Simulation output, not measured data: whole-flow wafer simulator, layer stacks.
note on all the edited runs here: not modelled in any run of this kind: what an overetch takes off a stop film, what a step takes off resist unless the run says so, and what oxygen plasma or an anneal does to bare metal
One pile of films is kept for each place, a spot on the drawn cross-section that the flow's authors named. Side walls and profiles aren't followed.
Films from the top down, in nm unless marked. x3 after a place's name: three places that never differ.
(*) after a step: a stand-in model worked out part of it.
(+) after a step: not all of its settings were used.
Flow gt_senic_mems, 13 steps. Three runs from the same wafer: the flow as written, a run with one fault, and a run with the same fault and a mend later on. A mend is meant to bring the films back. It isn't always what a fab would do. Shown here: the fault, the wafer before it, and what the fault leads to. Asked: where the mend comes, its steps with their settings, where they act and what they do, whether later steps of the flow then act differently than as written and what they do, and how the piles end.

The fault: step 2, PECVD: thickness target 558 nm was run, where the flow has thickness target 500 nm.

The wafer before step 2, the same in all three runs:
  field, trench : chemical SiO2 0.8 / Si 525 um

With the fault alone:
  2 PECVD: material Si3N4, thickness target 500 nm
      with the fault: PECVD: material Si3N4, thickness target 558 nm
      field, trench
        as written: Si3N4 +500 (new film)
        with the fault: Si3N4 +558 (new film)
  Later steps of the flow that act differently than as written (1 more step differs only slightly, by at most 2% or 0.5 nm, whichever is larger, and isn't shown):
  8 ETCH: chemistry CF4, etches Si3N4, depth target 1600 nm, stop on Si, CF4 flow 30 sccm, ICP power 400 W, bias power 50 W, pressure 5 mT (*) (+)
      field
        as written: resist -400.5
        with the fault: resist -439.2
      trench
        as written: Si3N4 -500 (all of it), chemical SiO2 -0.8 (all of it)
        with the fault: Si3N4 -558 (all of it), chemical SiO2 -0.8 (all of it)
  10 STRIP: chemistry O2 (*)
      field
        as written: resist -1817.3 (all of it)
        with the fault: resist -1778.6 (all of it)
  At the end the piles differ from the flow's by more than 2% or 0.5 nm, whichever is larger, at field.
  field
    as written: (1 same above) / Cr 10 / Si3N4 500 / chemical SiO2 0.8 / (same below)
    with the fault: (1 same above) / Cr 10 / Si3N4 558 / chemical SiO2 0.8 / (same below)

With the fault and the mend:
  The mend comes after step 2.
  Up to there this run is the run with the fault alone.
  2a ETCH: chemistry h3po4, depth target 58 nm
      field, trench
        Si3N4 -58
  No later step of the flow acts differently than as written at any place that is followed.
  At the end the piles are the same as the flow's at every place that both follow.
